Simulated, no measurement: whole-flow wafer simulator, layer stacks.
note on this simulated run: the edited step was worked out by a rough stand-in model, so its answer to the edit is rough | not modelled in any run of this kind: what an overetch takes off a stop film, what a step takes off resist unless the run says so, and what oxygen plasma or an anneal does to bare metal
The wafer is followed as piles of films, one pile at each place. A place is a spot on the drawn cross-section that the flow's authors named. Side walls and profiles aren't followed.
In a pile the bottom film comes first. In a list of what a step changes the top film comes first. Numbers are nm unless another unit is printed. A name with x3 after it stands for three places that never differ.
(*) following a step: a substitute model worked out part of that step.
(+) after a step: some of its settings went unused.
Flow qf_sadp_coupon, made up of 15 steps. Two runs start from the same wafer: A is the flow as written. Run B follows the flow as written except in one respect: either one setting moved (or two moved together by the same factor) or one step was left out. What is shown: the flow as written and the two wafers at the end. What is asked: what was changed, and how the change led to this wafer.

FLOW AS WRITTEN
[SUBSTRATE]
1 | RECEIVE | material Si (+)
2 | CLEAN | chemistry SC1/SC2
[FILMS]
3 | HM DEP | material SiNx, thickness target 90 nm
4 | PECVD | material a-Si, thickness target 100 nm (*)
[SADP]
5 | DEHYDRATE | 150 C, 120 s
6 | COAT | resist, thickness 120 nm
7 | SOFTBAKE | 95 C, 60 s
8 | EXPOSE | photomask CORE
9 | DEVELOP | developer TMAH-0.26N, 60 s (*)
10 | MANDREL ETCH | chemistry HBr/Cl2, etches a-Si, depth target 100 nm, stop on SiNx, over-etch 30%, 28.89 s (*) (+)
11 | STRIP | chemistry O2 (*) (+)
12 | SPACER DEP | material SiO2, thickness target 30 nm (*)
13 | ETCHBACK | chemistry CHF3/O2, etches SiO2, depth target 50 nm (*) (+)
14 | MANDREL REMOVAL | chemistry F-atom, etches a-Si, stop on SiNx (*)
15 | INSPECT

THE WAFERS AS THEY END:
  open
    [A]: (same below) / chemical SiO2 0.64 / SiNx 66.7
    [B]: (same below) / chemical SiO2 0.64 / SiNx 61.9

The reason: step 13, ETCHBACK: depth target 55 nm was run, while the flow as written has depth target 50 nm.

Step by step, how the change led to this:
  13 | ETCHBACK | chemistry CHF3/O2, etches SiO2, depth target 50 nm (*) (+)
      m: A -30 SiO2 (all of it), -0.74 chemical SiO2 (all of it), -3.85 a-Si | B -30 SiO2 (all of it), -0.74 chemical SiO2 (all of it), -4.85 a-Si
      open: A -30 SiO2 (all of it), -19 SiNx | B -30 SiO2 (all of it), -23.8 SiNx
